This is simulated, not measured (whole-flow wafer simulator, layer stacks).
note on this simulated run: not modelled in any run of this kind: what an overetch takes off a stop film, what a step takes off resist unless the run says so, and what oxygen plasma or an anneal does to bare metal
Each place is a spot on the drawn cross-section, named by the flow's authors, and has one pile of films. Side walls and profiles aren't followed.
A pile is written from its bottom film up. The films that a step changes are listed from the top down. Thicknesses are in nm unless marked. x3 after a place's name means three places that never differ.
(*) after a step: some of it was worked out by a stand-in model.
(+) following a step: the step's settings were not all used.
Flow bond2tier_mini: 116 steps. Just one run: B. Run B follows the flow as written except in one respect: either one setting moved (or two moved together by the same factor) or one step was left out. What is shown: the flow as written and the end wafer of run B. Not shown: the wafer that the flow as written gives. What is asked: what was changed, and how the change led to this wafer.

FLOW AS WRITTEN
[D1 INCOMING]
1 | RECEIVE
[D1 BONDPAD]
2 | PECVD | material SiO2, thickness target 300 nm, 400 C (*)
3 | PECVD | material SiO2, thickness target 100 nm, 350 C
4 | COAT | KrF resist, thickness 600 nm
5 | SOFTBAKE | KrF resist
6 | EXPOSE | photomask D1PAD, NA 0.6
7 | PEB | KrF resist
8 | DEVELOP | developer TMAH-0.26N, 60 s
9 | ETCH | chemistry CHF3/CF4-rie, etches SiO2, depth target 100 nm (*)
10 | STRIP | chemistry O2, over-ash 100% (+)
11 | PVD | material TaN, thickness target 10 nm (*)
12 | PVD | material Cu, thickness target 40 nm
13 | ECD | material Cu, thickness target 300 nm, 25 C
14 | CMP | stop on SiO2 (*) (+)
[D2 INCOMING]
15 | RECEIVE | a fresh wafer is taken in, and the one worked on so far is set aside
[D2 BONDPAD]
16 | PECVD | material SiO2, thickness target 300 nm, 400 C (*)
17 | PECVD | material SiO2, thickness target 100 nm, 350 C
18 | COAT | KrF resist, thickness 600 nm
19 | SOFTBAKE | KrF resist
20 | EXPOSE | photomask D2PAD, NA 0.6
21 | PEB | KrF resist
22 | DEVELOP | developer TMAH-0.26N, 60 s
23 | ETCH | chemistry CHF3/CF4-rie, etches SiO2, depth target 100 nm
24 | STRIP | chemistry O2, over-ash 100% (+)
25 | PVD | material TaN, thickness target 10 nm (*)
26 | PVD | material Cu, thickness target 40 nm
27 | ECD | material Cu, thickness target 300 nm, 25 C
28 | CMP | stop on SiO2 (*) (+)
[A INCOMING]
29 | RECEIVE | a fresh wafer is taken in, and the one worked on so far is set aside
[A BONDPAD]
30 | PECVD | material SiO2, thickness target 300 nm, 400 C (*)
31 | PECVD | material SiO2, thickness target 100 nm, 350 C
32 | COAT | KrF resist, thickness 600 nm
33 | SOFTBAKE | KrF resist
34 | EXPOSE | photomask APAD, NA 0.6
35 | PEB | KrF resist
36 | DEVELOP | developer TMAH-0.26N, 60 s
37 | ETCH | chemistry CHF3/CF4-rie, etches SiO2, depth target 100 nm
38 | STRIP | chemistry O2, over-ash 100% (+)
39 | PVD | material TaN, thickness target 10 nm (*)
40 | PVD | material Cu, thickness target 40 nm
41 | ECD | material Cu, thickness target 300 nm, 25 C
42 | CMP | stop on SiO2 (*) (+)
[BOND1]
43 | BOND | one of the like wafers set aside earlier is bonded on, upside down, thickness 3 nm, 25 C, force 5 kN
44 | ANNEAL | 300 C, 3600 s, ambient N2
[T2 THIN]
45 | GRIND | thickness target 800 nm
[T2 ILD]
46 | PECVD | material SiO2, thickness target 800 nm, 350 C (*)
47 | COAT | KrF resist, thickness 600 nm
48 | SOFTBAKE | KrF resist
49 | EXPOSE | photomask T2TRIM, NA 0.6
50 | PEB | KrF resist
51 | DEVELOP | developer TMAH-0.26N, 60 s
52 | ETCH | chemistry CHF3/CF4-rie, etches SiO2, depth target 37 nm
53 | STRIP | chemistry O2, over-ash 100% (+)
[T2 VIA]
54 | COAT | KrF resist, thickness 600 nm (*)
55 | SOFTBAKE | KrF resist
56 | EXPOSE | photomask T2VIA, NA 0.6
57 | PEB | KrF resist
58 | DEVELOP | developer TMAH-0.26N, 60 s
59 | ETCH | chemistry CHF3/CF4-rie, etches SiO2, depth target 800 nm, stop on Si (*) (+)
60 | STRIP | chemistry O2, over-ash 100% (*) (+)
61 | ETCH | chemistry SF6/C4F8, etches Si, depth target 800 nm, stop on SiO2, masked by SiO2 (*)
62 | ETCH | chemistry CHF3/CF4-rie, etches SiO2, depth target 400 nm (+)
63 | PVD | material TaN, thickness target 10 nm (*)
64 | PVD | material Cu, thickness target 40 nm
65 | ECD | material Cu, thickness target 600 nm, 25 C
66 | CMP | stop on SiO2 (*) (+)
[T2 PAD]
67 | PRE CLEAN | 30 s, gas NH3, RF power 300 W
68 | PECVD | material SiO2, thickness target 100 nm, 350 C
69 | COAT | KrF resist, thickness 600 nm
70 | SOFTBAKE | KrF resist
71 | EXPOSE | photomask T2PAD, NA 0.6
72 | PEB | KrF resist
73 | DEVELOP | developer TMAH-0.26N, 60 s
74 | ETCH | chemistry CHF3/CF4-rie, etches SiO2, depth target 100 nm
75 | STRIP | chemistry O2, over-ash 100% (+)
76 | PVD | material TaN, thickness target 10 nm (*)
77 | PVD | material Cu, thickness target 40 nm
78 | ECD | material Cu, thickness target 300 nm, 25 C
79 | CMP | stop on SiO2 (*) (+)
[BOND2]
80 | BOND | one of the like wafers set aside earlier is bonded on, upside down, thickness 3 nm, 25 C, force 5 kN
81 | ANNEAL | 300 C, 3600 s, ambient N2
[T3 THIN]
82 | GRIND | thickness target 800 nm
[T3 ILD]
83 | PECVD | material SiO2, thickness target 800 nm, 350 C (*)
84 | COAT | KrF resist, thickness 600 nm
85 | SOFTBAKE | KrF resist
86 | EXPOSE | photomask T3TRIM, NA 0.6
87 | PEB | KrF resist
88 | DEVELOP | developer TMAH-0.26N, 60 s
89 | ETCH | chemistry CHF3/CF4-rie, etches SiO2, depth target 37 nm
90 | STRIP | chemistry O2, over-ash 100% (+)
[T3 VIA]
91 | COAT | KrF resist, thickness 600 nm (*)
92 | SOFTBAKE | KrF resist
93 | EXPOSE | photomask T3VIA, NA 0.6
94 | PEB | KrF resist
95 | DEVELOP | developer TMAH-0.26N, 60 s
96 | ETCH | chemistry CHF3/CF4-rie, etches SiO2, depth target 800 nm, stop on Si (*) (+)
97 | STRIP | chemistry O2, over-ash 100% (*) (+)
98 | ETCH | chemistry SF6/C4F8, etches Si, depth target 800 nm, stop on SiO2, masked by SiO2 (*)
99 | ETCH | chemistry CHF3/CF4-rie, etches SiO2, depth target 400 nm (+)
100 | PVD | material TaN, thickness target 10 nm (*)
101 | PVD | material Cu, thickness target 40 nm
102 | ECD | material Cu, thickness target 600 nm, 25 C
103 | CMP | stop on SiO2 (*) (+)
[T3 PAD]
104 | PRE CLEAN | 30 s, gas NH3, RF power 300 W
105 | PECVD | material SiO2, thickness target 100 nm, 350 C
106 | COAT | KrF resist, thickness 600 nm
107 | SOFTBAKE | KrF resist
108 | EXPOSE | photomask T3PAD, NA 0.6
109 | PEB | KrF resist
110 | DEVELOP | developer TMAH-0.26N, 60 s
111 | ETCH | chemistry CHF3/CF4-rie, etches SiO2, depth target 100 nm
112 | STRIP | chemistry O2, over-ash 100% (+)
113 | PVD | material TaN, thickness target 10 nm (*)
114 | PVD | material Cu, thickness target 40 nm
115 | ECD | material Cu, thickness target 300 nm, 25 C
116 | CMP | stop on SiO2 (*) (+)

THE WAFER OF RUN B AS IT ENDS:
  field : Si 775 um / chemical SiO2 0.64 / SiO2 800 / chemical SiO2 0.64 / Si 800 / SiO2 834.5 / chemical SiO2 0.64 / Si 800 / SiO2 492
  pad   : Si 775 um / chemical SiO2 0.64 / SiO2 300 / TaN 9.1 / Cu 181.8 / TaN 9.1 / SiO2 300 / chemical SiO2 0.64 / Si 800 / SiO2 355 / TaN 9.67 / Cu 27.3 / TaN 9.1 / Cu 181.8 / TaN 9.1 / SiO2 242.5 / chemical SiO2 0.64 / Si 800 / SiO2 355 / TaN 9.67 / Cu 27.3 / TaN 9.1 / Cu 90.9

What caused this: step 17, PECVD: thickness target 42.5 nm was run, while the flow as written has thickness target 100 nm.

Step by step, how the change led to this:
  17 | PECVD | material SiO2, thickness target 100 nm, 350 C
      field, pad, via: +42.5 SiO2 (as written it would have been: +100 SiO2)
  80 | BOND | one of the like wafers set aside earlier is bonded on, upside down, thickness 3 nm, 25 C, force 5 kN
      field: +775 um Si (new film), +0.64 chemical SiO2 (new film), +342.5 SiO2 (as written it would have been: +775 um Si (new film), +0.64 chemical SiO2 (new film), +400 SiO2)
      pad: +775 um Si (new film), +0.64 chemical SiO2 (new film), +242.5 SiO2 (new film), +9.1 TaN (new film), +90.9 Cu (as written it would have been: +775 um Si (new film), +0.64 chemical SiO2 (new film), +300 SiO2 (new film), +9.1 TaN (new film), +90.9 Cu)
